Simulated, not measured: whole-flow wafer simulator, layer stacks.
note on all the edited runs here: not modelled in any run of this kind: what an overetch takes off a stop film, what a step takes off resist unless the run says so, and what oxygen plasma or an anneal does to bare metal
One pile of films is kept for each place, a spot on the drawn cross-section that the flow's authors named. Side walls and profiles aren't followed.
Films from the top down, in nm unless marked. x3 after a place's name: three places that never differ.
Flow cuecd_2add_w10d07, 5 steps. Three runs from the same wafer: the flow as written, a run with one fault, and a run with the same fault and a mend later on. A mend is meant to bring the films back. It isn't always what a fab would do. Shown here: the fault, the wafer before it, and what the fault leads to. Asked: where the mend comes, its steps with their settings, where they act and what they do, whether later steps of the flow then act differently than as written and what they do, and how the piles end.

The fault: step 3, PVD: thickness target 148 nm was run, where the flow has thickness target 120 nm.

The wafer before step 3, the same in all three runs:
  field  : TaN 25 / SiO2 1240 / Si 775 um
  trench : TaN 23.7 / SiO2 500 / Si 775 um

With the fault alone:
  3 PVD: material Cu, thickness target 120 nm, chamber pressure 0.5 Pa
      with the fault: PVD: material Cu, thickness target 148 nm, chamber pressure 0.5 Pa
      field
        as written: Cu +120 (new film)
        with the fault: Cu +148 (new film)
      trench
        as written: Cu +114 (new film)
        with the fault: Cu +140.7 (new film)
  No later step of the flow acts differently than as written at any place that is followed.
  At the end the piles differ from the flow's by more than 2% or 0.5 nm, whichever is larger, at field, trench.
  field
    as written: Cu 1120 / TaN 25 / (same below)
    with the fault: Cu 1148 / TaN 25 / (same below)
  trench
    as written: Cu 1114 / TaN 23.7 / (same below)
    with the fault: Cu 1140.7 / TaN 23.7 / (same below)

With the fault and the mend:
  The mend comes after step 3.
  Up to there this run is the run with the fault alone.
  3a ETCH: chemistry cu recess dil, depth target 27.94 nm
      field, trench
        Cu -27.9
  No later step of the flow acts differently than as written at any place that is followed.
  At the end the piles differ from the flow's only slightly at the places that both follow, by at most 2% or 0.5 nm, whichever is larger.
